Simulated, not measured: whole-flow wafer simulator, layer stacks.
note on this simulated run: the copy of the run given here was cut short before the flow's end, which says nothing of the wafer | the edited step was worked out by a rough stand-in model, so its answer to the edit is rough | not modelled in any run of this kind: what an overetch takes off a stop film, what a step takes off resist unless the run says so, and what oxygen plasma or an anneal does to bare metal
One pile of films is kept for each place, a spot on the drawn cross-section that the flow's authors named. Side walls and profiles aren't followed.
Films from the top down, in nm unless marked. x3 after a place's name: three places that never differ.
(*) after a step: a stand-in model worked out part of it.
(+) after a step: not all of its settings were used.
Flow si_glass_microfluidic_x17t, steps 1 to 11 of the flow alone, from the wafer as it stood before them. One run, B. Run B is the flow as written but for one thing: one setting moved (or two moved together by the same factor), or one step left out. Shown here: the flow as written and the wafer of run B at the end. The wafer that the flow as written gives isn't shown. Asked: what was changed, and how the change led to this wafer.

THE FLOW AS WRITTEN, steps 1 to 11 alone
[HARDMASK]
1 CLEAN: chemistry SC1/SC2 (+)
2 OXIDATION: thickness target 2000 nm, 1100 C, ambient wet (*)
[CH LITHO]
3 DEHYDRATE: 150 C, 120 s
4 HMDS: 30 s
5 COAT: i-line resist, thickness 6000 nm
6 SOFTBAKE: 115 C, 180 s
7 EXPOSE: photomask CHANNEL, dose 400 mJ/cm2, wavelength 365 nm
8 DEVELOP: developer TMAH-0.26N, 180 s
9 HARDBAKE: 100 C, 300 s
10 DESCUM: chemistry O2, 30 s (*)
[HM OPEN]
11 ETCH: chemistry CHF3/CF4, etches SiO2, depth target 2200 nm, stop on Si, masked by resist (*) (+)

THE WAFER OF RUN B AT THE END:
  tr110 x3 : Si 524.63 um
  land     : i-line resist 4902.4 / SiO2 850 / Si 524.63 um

The cause: step 2, OXIDATION: thickness target 850 nm was run, where the flow has thickness target 2000 nm.
It can be read off the wafer: land has SiO2 850, and step 2 as written asks for 2000 nm.

How the change led to this, step by step:
  2 OXIDATION: thickness target 2000 nm, 1100 C, ambient wet (*)
      land, tr110 x3: SiO2 +850 (new film), chemical SiO2 -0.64 (all of it), Si -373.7 (as written it would be: SiO2 +2000 (new film), chemical SiO2 -0.64 (all of it), Si -879.7)
  11 ETCH: chemistry CHF3/CF4, etches SiO2, depth target 2200 nm, stop on Si, masked by resist (*) (+)
      tr110 x3: SiO2 -850 (all of it) (as written it would be: SiO2 -2000 (all of it))
      land: i-line resist -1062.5 (as written it would be: i-line resist -1833.3)
